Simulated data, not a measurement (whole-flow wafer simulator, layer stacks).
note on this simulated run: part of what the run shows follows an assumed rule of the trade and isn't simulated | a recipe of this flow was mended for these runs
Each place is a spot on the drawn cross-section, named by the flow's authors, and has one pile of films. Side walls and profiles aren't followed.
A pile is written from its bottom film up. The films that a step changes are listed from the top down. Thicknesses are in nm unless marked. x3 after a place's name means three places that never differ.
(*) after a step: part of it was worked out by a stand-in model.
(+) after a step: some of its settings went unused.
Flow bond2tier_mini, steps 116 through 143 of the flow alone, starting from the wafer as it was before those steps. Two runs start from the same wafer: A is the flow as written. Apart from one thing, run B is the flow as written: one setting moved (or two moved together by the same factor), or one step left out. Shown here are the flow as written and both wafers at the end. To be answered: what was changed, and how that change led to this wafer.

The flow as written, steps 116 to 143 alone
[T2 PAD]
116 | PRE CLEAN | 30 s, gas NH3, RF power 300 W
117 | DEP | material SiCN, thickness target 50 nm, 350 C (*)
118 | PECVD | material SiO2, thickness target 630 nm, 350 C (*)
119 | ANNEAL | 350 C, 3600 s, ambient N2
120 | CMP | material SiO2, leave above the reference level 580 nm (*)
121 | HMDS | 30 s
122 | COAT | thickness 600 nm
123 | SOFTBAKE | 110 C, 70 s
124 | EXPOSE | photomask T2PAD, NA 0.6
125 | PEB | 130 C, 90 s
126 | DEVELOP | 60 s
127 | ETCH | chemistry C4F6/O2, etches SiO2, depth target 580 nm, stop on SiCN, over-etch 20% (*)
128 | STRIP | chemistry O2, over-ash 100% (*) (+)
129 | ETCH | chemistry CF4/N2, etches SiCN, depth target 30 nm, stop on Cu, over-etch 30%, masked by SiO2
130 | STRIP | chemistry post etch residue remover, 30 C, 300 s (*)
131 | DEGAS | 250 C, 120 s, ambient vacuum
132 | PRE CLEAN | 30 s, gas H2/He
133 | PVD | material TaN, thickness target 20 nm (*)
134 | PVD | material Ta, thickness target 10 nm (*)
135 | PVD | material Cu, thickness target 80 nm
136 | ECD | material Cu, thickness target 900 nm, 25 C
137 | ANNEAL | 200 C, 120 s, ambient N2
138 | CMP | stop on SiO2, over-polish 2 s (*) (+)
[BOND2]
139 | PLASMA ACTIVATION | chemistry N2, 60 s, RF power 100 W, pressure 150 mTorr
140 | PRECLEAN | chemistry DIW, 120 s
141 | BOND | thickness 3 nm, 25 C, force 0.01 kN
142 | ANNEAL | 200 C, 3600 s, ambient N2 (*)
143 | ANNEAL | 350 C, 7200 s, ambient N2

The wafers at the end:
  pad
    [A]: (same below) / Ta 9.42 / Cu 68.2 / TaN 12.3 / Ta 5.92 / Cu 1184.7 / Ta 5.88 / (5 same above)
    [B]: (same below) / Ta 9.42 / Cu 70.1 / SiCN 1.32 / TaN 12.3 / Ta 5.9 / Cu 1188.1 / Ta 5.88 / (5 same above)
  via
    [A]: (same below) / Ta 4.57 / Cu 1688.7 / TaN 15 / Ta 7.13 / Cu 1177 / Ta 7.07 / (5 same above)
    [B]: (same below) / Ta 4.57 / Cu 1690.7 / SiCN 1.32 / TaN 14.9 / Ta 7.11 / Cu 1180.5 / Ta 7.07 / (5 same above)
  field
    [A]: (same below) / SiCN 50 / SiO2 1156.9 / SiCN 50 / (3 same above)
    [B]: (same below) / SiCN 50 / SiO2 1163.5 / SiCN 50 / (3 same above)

Cause: step 129, ETCH: depth target 22.4 nm was run, while the flow as written has depth target 30 nm.

The path from the change to this, step by step:
  129 | ETCH | chemistry CF4/N2, etches SiCN, depth target 30 nm, stop on Cu, over-etch 30%, masked by SiO2
      pad, via: A -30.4 SiCN (all of it), -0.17 Cu | B -29.1 SiCN
      field: A -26 SiO2 | B -19.4 SiO2
  130 | STRIP | chemistry post etch residue remover, 30 C, 300 s (*)
      pad, via: A -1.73 Cu | B nothing
If metal films that touch count as one body, pad has 3 bodies (between them, from the top down: SiCN 1.32; SiO2 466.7 / Si 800 / chemical SiO2 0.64 / SiO2 300 / SiCN 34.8); the flow as written gives 2 bodies (between them, from the top down: SiO2 466.7 / Si 800 / chemical SiO2 0.64 / SiO2 300 / SiCN 34.8).
If metal films that touch count as one body, via has 2 bodies (between them, from the top down: SiCN 1.32); the flow as written gives 1 body.
